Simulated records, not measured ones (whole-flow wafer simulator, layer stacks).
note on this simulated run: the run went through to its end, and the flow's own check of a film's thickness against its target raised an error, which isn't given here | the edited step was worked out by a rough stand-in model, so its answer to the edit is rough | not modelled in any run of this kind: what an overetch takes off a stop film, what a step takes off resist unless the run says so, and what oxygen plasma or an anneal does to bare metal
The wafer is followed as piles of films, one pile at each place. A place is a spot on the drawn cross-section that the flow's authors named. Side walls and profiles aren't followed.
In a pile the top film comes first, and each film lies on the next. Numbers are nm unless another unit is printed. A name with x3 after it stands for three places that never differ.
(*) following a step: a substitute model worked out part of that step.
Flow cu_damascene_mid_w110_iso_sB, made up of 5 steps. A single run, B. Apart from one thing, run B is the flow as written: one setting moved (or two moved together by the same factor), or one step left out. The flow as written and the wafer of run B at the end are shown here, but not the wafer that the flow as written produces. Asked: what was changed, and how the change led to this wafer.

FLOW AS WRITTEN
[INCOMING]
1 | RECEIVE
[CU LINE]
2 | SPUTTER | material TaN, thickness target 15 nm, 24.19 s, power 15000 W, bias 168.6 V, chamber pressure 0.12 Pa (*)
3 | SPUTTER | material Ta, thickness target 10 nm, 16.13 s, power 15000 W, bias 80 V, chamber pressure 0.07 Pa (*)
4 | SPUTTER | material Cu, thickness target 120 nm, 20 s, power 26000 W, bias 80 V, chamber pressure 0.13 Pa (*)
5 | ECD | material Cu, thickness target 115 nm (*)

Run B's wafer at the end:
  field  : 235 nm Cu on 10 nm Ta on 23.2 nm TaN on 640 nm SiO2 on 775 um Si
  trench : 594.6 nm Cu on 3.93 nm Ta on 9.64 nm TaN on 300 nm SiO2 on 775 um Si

Cause: step 2, SPUTTER: thickness target 23.2 nm was run, whereas the flow has thickness target 15 nm; step 2, SPUTTER: 37.49 s was run, where the flow has 24.19 s.
The wafer itself shows it: field has TaN 23.2, and step 2 as written asks for 15 nm.

Step by step, how the change led to this:
  2 | SPUTTER | material TaN, thickness target 15 nm, 24.19 s, power 15000 W, bias 168.6 V, chamber pressure 0.12 Pa (*)
      field: +23.2 TaN (new film) (as written it would have been: +15 TaN (new film))
      trench: +9.64 TaN (new film) (as written it would have been: +6.23 TaN (new film))
  4 | SPUTTER | material Cu, thickness target 120 nm, 20 s, power 26000 W, bias 80 V, chamber pressure 0.13 Pa (*)
      trench: +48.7 Cu (new film) (as written it would have been: +49.9 Cu (new film))
